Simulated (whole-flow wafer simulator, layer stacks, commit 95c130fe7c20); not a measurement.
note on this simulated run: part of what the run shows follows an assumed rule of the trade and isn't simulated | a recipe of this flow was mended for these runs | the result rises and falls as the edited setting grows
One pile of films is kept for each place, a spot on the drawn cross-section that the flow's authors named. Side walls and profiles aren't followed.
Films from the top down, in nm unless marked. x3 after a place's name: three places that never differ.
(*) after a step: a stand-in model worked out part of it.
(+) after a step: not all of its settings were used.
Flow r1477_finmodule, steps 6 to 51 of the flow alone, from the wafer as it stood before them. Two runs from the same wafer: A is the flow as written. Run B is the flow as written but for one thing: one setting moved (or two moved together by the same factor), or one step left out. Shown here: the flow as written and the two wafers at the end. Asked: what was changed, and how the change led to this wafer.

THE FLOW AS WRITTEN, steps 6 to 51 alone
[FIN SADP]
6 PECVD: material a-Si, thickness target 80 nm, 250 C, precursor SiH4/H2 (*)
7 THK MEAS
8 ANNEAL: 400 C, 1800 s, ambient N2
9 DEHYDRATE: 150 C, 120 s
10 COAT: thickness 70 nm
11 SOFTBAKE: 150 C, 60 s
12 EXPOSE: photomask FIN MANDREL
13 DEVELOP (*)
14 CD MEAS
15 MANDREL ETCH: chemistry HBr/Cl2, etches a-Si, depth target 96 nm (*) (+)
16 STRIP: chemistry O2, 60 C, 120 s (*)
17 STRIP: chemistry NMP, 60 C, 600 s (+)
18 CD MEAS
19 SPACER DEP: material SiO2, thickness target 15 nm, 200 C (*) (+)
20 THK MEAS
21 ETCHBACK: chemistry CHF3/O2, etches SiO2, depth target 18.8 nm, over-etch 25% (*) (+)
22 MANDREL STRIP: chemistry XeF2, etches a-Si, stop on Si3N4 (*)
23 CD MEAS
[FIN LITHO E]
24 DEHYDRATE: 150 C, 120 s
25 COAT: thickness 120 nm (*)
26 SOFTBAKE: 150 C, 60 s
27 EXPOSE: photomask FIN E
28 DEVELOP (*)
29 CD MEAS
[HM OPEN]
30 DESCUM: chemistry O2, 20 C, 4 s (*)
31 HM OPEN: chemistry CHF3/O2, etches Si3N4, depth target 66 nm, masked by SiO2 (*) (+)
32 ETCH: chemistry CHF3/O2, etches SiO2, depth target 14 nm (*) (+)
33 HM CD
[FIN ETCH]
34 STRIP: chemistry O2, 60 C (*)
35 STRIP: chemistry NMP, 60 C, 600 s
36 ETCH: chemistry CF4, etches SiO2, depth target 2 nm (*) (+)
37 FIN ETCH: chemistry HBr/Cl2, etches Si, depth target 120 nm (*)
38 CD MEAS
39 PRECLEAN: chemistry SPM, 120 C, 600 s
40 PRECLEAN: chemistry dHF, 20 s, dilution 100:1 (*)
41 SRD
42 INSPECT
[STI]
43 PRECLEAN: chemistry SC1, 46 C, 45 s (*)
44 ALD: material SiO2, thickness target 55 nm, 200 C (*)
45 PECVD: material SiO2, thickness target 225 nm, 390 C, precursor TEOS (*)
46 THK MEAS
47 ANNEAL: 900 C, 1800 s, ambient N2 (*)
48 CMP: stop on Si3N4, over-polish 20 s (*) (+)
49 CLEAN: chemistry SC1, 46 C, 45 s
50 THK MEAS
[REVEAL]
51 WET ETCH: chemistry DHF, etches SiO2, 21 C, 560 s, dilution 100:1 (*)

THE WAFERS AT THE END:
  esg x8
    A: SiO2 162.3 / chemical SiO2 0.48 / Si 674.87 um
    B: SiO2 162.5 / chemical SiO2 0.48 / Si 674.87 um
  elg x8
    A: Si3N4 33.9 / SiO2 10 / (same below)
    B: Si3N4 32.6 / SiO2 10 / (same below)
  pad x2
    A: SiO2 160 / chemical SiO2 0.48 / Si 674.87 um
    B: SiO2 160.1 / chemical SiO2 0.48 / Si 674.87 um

The cause: step 21, ETCHBACK: depth target 20.2 nm was run, where the flow has depth target 18.8 nm.

How the change led to this, step by step:
  21 ETCHBACK: chemistry CHF3/O2, etches SiO2, depth target 18.8 nm, over-etch 25% (*) (+)
      pad x2, elg x8, esg x8, s40sg x2, s45sg x2, s50sg x2: A SiO2 -15 (all of it), Si3N4 -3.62 | B SiO2 -15 (all of it), Si3N4 -4.9
  31 HM OPEN: chemistry CHF3/O2, etches Si3N4, depth target 66 nm, masked by SiO2 (*) (+)
      pad x2, esg x8, s40sg x2, s45sg x2, s50sg x2: A Si3N4 -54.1 (all of it), SiO2 -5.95 | B Si3N4 -52.8 (all of it), SiO2 -6.59
  32 ETCH: chemistry CHF3/O2, etches SiO2, depth target 14 nm (*) (+)
      pad x2, esg x8, s40sg x2, s45sg x2, s50sg x2: A SiO2 -4.05 (all of it), Si -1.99 | B SiO2 -3.41 (all of it), Si -2.12
  51 WET ETCH: chemistry DHF, etches SiO2, 21 C, 560 s, dilution 100:1 (*)
      elg x8: A SiO2 -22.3 (all of it), Si3N4 -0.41 | B SiO2 -23.6 (all of it), Si3N4 -0.34
